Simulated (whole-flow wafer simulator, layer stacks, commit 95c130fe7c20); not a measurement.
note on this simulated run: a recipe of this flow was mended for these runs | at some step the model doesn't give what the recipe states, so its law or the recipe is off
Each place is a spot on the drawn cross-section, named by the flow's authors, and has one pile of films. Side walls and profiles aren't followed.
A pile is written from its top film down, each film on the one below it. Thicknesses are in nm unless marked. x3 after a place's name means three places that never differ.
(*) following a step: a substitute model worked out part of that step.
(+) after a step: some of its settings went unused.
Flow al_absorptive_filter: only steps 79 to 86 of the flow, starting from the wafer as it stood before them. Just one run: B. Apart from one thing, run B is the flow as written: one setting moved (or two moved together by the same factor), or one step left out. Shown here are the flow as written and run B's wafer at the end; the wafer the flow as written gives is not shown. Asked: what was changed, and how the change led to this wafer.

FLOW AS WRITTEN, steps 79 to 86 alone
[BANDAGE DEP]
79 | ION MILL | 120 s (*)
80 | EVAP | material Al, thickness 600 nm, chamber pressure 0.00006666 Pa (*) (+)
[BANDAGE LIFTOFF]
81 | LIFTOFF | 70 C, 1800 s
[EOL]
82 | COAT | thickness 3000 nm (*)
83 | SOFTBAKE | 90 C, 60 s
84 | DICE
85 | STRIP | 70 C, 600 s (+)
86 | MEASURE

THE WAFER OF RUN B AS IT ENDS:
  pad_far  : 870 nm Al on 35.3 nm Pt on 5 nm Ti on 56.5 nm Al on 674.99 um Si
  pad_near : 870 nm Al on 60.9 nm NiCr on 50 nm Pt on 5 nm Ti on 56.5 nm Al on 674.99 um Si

Cause: step 80, EVAP: thickness 870 nm was run, whereas the flow has thickness 600 nm.
The wafer lets one read it off: pad_far has Al 870, and step 80 as written asks for 600 nm.

How this came from the change, step by step:
  80 | EVAP | material Al, thickness 600 nm, chamber pressure 0.00006666 Pa (*) (+)
      gnd, pad_far, pad_near and 11 more: Al gains 870 (new film) (as written it would have been: Al gains 600 (new film))
  81 | LIFTOFF | 70 C, 1800 s
      xa_field, xl_land, idc_field: Al loses 870 (all of it), i-line-resist loses 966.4 (all of it), lift-off-underlayer loses 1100 (all of it), acrylic-e-beam-resist loses 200 (all of it) (as written it would have been: Al loses 600 (all of it), i-line-resist loses 966.4 (all of it), lift-off-underlayer loses 1100 (all of it), acrylic-e-beam-resist loses 200 (all of it))
      gnd: Al loses 870 (all of it), i-line-resist loses 968.3 (all of it), lift-off-underlayer loses 1103.3 (all of it), acrylic-e-beam-resist loses 200.9 (all of it) (as written it would have been: Al loses 600 (all of it), i-line-resist loses 968.3 (all of it), lift-off-underlayer loses 1103.3 (all of it), acrylic-e-beam-resist loses 200.9 (all of it))
      (and at 8 other places as well)
  82 | COAT | thickness 3000 nm (*)
      pad_far: i-line-resist gains 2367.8 (new film) (as written it would have been: i-line-resist gains 2560.9 (new film))
      pad_near: i-line-resist gains 2284.6 (new film) (as written it would have been: i-line-resist gains 2480.3 (new film))
  83 | SOFTBAKE | 90 C, 60 s
      gnd: i-line-resist gains 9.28 (as written it would have been: i-line-resist gains 6.13)
      pad_far: i-line-resist loses 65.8 (as written it would have been: i-line-resist loses 44.2)
      (and at 3 other places as well)
  85 | STRIP | 70 C, 600 s (+)
      pad_far: i-line-resist loses 2302 (all of it) (as written it would have been: i-line-resist loses 2516.7 (all of it))
      pad_near: i-line-resist loses 2223.5 (all of it) (as written it would have been: i-line-resist loses 2439.3 (all of it))
